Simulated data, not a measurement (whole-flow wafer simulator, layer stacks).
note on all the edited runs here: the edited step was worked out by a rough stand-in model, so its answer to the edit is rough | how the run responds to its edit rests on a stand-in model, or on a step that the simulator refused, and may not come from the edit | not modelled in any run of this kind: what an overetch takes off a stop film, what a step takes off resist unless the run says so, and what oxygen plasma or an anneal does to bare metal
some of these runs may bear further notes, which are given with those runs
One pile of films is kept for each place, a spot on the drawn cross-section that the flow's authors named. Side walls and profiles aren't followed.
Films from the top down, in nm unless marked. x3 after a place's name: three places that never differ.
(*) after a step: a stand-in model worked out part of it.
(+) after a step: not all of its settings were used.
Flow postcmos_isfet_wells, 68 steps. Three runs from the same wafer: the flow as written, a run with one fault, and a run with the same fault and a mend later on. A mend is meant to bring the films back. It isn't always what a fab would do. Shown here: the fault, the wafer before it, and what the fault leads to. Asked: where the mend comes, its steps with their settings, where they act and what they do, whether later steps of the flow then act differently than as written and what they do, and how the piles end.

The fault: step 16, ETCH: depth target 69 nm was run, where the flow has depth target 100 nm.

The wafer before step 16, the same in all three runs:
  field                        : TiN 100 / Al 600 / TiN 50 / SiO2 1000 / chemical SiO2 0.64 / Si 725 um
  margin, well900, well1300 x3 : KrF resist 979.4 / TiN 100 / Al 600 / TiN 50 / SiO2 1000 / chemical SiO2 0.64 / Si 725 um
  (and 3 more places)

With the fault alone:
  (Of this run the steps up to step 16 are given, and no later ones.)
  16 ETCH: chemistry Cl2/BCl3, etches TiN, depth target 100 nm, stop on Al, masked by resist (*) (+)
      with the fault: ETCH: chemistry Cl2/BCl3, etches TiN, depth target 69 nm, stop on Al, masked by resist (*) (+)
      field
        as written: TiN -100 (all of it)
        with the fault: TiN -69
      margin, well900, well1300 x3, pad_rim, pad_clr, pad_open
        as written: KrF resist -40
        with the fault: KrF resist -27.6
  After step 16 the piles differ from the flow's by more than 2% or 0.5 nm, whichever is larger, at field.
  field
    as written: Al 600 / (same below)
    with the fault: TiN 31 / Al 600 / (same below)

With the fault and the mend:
  The mend comes after step 16.
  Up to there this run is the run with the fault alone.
  16a ETCH: chemistry Cl2/BCl3, etches TiN, depth target 31 nm, stop on Al, masked by resist (the flow's step 16 once more, with other settings)
      margin, well900, well1300 x3, pad_rim, pad_clr, pad_open
        KrF resist -12.4
      field
        TiN -31 (all of it)
  No later step of the flow acts differently than as written at any place that is followed.
  At the end the piles are the same as the flow's at every place that both follow.
